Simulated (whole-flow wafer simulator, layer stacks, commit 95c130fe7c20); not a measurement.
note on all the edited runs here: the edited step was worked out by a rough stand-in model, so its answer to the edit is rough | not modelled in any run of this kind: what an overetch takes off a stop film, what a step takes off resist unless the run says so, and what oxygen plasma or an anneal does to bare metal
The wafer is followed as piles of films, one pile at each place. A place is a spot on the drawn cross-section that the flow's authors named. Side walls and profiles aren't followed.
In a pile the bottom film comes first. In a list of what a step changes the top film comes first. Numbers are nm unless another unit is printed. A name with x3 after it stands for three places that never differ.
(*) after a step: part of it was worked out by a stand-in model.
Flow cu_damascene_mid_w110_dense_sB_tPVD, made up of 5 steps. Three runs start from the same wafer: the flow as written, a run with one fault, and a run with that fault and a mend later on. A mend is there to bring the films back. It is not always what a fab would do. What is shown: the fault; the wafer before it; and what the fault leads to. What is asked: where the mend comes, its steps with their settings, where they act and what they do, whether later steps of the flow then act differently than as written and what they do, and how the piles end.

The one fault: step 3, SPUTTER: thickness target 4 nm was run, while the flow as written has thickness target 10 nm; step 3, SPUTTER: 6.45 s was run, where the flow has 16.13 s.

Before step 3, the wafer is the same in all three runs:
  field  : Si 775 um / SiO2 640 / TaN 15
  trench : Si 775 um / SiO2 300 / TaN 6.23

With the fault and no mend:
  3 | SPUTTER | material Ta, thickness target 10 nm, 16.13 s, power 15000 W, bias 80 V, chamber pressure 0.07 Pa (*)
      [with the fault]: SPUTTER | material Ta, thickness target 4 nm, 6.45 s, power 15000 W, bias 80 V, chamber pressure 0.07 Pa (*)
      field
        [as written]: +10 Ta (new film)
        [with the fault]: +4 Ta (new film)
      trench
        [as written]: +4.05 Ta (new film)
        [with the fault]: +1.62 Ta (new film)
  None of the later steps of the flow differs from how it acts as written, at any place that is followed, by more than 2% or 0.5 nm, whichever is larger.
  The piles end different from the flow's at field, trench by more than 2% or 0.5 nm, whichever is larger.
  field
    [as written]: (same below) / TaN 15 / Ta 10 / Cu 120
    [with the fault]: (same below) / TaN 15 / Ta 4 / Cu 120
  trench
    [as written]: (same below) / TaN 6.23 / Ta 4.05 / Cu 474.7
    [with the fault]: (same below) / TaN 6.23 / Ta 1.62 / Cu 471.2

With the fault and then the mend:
  The mend stands after step 3.
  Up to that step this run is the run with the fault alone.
  3a | SPUTTER | material Ta, thickness target 6 nm, 9.678 s, power 15000 W, bias 80 V, chamber pressure 0.07 Pa (*) (a further turn of the flow's step 3, with different settings)
      field
        +6 Ta
      trench
        +2.39 Ta
  None of the later steps of the flow differs from how it acts as written, at any place that is followed, by more than 2% or 0.5 nm, whichever is larger.
  When the end is reached, the piles differ only a little from the flow's at the places that both follow, at most by 2% or 0.5 nm, whichever is larger.
